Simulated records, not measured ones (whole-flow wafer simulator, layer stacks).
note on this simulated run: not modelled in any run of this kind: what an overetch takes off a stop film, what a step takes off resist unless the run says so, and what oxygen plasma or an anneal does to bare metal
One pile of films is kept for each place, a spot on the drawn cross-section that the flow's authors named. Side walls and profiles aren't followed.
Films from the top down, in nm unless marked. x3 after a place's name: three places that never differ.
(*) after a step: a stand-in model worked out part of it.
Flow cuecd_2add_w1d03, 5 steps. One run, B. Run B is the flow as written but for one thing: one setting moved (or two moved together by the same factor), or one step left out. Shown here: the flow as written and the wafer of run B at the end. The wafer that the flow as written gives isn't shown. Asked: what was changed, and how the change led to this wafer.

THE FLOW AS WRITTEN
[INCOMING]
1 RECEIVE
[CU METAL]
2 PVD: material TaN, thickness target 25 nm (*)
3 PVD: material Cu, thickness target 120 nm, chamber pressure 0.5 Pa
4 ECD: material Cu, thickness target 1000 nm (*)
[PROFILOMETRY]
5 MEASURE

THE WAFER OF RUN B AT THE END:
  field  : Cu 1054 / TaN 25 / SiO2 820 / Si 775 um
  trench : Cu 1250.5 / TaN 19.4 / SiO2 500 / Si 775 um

The cause: step 3, PVD: thickness target 54 nm was run, where the flow has thickness target 120 nm.

How the change led to this, step by step:
  3 PVD: material Cu, thickness target 120 nm, chamber pressure 0.5 Pa
      field: Cu +54 (new film) (as written it would be: Cu +120 (new film))
      trench: Cu +42.1 (new film) (as written it would be: Cu +93.4 (new film))
